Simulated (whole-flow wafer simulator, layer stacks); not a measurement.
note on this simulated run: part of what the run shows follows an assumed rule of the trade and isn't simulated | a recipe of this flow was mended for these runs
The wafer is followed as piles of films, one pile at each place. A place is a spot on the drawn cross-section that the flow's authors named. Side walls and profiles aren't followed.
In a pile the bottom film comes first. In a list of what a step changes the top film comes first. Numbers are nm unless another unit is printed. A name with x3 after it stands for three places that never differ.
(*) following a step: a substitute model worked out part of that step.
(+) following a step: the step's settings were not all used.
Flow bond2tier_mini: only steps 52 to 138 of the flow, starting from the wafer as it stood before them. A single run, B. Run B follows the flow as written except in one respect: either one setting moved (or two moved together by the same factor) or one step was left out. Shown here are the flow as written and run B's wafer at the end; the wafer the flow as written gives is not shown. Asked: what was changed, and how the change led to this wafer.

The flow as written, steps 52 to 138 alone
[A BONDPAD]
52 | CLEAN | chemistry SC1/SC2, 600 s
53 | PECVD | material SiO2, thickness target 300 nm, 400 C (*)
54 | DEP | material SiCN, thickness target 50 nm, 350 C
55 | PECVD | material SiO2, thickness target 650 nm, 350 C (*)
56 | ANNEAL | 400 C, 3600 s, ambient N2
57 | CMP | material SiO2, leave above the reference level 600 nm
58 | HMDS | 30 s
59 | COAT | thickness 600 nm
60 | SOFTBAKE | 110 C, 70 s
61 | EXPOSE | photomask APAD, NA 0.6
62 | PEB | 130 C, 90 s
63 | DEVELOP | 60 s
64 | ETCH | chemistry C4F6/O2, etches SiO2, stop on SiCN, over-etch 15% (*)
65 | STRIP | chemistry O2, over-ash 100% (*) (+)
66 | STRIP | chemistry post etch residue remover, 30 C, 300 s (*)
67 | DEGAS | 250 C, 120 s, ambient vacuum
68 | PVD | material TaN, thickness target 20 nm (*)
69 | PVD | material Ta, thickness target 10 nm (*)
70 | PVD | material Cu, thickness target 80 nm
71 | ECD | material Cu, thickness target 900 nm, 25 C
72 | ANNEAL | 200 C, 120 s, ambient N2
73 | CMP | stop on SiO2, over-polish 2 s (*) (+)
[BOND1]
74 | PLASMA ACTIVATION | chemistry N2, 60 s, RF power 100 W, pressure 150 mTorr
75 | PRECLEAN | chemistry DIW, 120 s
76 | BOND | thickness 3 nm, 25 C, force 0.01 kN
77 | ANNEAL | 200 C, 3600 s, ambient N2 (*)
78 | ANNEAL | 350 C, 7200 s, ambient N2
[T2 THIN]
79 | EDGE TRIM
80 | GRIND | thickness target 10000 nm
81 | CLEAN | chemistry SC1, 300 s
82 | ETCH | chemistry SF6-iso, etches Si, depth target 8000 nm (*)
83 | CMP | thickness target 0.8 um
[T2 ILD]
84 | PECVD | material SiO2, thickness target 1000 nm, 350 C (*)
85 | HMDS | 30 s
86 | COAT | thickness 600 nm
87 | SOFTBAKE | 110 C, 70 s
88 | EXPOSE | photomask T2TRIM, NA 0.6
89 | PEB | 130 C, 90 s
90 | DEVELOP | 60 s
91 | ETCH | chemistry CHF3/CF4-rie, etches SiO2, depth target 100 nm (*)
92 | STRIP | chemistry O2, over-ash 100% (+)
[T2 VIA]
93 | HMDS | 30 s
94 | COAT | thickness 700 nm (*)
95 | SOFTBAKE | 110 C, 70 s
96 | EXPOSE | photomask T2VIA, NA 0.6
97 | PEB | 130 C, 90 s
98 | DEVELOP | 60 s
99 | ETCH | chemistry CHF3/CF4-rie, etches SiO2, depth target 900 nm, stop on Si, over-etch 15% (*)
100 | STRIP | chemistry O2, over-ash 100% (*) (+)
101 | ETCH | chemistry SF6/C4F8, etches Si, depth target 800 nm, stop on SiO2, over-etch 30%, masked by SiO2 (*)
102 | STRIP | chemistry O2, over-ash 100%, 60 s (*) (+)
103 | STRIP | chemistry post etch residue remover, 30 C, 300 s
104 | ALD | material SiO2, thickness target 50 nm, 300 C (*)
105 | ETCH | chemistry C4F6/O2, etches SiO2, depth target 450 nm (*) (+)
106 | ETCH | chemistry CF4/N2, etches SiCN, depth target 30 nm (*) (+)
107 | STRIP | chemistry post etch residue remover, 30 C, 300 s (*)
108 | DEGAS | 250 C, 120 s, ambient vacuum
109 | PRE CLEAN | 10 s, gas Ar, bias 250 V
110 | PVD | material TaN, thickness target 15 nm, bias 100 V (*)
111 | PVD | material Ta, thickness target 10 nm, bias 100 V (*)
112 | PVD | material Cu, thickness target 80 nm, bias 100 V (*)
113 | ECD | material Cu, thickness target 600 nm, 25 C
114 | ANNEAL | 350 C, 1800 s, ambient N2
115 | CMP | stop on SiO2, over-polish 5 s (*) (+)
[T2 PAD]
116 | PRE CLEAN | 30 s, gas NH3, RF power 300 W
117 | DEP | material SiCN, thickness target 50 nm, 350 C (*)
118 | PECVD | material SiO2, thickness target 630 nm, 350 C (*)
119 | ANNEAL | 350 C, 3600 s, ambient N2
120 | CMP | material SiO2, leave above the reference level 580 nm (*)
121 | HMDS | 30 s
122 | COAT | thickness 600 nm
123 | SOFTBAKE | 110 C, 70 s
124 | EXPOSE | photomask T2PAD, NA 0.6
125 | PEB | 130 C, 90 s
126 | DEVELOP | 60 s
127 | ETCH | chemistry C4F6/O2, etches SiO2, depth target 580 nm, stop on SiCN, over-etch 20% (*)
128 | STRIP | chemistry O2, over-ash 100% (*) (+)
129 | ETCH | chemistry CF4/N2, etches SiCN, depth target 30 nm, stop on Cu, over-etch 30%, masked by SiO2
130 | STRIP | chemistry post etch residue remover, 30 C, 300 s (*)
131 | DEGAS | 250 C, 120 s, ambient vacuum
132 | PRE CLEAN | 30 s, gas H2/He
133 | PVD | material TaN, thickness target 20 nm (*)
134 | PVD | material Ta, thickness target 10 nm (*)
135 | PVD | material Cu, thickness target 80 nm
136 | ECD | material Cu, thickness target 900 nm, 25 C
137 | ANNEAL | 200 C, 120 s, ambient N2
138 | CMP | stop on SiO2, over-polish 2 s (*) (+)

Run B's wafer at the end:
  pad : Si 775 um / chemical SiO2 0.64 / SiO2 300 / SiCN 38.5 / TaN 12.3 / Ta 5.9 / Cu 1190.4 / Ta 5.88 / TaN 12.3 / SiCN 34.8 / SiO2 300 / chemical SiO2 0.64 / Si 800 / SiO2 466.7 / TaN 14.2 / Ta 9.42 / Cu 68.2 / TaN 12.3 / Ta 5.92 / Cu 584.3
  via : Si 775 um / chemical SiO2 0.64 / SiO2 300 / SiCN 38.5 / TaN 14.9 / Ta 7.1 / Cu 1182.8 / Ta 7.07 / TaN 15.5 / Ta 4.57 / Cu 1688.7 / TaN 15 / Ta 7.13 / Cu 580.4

What caused this: step 64, ETCH: over-etch 11.4% was run, though the flow has over-etch 15%.

How this came from the change, step by step:
  64 | ETCH | chemistry C4F6/O2, etches SiO2, stop on SiCN, over-etch 15% (*)
      pad, via: SiO2 loses 600 (all of it), SiCN loses 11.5 (it would be, as written: SiO2 loses 600 (all of it), SiCN loses 15.2)
      field: thick-KrF-resist loses 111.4 (it would be, as written: thick-KrF-resist loses 115)
